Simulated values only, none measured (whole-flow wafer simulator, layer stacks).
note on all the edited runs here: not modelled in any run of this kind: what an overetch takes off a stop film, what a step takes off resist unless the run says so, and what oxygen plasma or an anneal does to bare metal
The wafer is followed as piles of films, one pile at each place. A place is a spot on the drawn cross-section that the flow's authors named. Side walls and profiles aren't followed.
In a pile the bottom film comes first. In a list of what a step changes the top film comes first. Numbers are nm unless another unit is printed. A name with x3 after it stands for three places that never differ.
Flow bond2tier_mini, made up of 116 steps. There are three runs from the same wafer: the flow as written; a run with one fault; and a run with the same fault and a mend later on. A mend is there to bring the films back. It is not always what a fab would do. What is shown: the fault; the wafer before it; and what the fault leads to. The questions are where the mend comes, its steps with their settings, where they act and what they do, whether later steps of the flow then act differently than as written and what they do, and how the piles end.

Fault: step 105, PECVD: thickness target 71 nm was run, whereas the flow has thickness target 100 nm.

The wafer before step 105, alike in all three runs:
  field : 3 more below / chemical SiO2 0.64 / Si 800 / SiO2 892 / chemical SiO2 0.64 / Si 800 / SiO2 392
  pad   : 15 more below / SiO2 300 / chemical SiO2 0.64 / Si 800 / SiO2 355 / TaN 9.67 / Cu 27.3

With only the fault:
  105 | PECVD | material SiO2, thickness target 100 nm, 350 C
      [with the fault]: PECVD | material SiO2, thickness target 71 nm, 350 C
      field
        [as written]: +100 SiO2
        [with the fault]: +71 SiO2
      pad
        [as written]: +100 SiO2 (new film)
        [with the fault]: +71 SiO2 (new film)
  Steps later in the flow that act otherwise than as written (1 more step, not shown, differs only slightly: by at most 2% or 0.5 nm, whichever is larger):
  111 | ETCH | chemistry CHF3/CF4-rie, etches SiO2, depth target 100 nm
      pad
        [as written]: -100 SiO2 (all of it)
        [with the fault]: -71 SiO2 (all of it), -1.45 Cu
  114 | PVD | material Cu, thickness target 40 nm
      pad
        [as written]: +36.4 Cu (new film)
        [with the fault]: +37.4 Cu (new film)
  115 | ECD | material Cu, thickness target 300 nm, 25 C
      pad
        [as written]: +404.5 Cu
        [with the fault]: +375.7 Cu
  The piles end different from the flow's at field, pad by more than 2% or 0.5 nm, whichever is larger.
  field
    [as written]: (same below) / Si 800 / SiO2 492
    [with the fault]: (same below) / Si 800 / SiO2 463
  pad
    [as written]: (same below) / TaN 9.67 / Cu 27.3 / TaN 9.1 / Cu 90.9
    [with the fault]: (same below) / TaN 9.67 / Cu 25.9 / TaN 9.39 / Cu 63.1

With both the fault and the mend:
  The mend stands after step 105.
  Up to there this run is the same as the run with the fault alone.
  105a | PECVD | material SiO2, thickness target 29 nm, 350 C (a further turn of the flow's step 105, with different settings)
      field, pad
        +29 SiO2
  Every later step of the flow that is run acts as written at every place that is followed.
  The piles end the same as the flow's at every place that both follow.
